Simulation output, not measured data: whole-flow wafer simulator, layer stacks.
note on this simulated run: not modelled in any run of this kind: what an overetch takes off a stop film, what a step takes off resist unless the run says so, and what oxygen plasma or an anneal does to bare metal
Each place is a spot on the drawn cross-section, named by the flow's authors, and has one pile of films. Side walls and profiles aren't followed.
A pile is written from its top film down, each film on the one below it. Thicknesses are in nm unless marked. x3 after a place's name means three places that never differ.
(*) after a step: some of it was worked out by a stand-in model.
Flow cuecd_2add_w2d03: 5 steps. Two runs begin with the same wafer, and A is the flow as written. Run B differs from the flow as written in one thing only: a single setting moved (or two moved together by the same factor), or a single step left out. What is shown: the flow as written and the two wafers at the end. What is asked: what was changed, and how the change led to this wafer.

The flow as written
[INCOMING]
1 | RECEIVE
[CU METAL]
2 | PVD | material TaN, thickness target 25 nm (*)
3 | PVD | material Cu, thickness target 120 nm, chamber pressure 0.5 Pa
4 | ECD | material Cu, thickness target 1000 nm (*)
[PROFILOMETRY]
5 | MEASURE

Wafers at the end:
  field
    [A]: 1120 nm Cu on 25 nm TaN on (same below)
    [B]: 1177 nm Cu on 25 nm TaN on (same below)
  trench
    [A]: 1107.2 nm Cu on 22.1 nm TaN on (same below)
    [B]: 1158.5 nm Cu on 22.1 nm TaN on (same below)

Cause: step 3, PVD: thickness target 177 nm was run, though the flow has thickness target 120 nm.

The path from the change to this, step by step:
  3 | PVD | material Cu, thickness target 120 nm, chamber pressure 0.5 Pa
      field: A +120 Cu (new film) | B +177 Cu (new film)
      trench: A +107.2 Cu (new film) | B +158.5 Cu (new film)
